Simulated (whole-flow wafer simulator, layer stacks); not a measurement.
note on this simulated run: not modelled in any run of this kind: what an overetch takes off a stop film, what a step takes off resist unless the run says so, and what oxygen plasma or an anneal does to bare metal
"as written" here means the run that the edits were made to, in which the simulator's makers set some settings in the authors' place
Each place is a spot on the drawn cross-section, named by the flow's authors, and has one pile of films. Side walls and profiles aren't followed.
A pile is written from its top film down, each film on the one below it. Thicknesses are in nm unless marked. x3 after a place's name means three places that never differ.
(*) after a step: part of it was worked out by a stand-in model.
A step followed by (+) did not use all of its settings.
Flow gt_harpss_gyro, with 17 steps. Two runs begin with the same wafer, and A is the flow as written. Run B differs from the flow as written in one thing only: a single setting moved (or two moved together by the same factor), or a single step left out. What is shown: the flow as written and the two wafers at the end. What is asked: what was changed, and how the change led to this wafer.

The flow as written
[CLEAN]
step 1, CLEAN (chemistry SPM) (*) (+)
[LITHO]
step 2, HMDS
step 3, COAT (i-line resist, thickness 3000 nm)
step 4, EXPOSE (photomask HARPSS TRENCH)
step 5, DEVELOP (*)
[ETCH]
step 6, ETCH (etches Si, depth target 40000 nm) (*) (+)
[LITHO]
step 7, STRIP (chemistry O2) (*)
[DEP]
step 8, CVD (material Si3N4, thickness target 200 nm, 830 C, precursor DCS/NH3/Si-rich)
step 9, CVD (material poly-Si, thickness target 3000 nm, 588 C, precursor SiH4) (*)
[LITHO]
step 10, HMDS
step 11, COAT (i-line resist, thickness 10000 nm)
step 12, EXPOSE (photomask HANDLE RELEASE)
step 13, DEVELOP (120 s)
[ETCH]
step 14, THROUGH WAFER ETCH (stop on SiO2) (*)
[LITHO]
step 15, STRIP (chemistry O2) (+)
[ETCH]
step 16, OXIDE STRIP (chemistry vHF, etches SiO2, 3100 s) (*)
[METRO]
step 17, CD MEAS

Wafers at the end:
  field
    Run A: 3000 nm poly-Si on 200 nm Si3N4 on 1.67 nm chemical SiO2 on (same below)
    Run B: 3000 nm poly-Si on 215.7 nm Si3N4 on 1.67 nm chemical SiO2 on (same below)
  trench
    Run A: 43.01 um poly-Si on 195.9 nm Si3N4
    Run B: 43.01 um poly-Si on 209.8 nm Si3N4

What caused this: step 8, CVD: 843 C was run, whereas the flow has 830 C.

The path from the change to this, step by step:
  step 8, CVD (material Si3N4, thickness target 200 nm, 830 C, precursor DCS/NH3/Si-rich)
      field: A Si3N4 gains 200 (new film) | B Si3N4 gains 215.7 (new film)
      trench: A Si3N4 gains 195.9 (new film) | B Si3N4 gains 209.8 (new film)
